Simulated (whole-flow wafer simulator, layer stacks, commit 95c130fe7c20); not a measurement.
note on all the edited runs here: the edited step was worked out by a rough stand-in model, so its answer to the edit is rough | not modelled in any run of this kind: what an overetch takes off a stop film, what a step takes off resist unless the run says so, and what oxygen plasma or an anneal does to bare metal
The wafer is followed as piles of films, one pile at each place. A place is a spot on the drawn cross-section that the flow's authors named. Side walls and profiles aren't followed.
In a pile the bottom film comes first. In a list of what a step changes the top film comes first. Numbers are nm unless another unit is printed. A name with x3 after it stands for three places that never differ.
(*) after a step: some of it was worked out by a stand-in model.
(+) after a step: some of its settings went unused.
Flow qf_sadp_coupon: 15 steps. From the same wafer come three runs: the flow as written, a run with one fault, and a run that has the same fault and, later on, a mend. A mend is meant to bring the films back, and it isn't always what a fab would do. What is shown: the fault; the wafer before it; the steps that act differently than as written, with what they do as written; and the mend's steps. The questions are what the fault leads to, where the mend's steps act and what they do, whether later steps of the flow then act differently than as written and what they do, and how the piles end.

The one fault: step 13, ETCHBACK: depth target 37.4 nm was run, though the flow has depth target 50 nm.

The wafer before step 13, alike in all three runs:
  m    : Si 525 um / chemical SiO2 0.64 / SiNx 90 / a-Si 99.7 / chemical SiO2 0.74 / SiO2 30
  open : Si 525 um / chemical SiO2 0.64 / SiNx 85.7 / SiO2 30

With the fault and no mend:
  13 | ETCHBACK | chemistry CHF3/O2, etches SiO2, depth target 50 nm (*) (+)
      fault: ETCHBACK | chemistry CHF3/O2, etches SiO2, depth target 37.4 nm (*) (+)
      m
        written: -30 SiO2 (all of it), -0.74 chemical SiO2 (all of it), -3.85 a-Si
        fault: -30 SiO2 (all of it), -0.74 chemical SiO2 (all of it), -1.33 a-Si
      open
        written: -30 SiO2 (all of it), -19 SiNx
        fault: -30 SiO2 (all of it), -7.05 SiNx
  Steps further on in the flow that do not act as written:
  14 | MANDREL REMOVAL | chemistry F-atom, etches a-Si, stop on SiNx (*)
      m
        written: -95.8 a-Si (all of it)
        fault: -98.3 a-Si (all of it)
  By the end, the piles at open depart from the flow's by more than 2% or 0.5 nm, whichever is larger.
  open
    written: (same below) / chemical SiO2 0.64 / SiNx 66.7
    fault: (same below) / chemical SiO2 0.64 / SiNx 78.7

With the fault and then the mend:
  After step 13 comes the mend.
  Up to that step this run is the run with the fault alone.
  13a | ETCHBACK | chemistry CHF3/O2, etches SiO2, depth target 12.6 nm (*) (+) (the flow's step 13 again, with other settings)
      m
        -2.52 a-Si
      open
        -12 SiNx
  None of the later steps of the flow acts differently than as written at any place that is followed.
  By the end, the piles equal the flow's at every place that both follow.
